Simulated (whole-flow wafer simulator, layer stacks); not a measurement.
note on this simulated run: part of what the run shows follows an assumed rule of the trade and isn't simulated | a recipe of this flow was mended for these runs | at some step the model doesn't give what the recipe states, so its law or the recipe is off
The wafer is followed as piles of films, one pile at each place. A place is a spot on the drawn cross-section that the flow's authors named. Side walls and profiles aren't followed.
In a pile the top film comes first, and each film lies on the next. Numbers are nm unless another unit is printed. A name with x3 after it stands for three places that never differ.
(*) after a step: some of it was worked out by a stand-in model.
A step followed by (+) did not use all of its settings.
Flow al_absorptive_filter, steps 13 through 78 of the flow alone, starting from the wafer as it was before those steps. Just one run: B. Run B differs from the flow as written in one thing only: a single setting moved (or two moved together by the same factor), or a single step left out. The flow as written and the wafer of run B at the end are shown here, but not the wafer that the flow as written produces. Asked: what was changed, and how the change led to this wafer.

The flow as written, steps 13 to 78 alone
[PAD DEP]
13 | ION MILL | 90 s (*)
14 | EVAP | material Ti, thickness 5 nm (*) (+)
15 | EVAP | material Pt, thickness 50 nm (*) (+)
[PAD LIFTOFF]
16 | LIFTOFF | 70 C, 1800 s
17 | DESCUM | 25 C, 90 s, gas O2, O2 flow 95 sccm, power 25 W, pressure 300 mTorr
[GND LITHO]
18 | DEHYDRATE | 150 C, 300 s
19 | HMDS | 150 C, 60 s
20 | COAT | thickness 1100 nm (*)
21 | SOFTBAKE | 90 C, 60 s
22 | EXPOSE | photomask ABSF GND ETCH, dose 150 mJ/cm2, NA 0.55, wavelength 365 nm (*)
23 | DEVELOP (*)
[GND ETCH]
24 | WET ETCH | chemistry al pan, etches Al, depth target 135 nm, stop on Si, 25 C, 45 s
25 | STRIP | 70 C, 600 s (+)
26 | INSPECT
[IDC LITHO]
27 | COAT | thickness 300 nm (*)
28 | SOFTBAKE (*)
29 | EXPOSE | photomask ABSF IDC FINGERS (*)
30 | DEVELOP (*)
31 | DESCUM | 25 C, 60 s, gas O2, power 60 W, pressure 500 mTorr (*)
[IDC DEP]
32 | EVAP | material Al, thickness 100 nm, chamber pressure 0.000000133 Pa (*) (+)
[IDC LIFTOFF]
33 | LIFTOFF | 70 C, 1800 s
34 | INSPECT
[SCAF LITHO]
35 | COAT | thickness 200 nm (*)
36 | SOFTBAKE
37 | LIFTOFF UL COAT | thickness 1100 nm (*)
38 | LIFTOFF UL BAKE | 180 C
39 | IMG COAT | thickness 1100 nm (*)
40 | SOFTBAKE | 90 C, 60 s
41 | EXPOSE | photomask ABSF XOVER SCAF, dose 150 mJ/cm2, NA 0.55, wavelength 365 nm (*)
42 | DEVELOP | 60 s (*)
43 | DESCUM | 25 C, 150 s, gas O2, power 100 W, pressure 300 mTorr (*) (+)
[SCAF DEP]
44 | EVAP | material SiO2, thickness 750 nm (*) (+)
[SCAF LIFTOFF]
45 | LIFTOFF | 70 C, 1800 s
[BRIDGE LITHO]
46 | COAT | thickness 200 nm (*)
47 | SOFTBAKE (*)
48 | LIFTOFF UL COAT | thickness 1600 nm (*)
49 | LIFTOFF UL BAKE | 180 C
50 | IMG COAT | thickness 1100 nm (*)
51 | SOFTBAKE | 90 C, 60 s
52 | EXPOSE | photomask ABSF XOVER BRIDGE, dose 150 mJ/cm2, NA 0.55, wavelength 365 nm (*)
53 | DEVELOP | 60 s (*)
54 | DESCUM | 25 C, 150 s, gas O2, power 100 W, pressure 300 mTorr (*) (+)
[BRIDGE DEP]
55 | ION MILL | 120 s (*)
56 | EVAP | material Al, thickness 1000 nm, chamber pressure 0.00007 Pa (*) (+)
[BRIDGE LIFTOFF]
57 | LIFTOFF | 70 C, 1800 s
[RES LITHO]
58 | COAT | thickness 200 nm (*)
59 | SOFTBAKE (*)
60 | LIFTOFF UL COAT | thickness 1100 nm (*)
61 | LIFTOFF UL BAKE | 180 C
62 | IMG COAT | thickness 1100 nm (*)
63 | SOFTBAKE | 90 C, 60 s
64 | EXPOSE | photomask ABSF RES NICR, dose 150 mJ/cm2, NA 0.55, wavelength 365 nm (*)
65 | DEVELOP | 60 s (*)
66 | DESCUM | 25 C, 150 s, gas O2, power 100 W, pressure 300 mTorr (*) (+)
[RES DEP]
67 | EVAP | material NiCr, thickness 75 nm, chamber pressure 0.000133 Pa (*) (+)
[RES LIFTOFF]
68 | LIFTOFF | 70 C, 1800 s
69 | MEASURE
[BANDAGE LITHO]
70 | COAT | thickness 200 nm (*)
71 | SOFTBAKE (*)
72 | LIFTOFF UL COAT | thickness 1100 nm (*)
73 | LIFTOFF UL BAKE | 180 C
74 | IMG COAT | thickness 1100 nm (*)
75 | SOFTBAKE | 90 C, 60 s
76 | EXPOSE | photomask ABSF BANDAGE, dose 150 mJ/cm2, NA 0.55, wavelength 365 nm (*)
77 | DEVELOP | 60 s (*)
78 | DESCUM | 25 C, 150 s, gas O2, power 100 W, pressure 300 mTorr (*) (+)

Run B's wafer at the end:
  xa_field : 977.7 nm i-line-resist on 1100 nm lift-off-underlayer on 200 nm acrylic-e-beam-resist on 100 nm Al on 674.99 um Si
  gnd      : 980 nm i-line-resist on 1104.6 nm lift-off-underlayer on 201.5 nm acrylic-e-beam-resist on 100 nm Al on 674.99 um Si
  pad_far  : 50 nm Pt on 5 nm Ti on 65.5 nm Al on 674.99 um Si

What caused this: step 13, ION MILL: 63 s was run, though the flow has 90 s.

The path from the change to this, step by step:
  13 | ION MILL | 90 s (*)
      gnd, ledge, res and 9 more: i-line-resist loses 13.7 (as written it would have been: i-line-resist loses 19.6)
      pad_far, pad_near: Al loses 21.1 (as written it would have been: Al loses 30.2)
